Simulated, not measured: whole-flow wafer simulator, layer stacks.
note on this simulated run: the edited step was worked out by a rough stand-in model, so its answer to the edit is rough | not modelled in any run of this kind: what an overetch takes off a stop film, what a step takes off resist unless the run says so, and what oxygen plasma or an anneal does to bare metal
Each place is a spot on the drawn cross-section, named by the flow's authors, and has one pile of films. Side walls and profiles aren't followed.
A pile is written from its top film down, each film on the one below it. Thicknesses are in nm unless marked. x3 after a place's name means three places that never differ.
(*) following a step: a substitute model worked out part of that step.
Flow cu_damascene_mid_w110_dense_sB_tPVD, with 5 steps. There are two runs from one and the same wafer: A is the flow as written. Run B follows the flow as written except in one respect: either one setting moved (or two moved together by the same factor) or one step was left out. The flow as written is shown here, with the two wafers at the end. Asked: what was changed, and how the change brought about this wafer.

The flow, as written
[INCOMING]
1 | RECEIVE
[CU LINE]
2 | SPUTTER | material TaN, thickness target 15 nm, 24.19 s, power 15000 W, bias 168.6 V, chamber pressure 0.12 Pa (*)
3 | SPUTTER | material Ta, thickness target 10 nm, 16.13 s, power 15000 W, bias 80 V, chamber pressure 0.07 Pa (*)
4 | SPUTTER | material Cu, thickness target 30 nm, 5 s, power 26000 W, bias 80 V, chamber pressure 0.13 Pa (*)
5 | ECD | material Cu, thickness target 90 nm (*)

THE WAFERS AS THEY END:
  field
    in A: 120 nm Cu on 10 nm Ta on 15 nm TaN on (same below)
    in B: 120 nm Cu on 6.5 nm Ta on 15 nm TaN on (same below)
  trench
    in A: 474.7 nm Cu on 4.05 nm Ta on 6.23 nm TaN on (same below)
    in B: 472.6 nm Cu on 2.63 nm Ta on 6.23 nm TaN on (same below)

The reason: step 3, SPUTTER: 10.48 s was run, whereas the flow has 16.13 s.

How this came from the change, step by step:
  3 | SPUTTER | material Ta, thickness target 10 nm, 16.13 s, power 15000 W, bias 80 V, chamber pressure 0.07 Pa (*)
      field: A +10 Ta (new film) | B +6.5 Ta (new film)
      trench: A +4.05 Ta (new film) | B +2.63 Ta (new film)
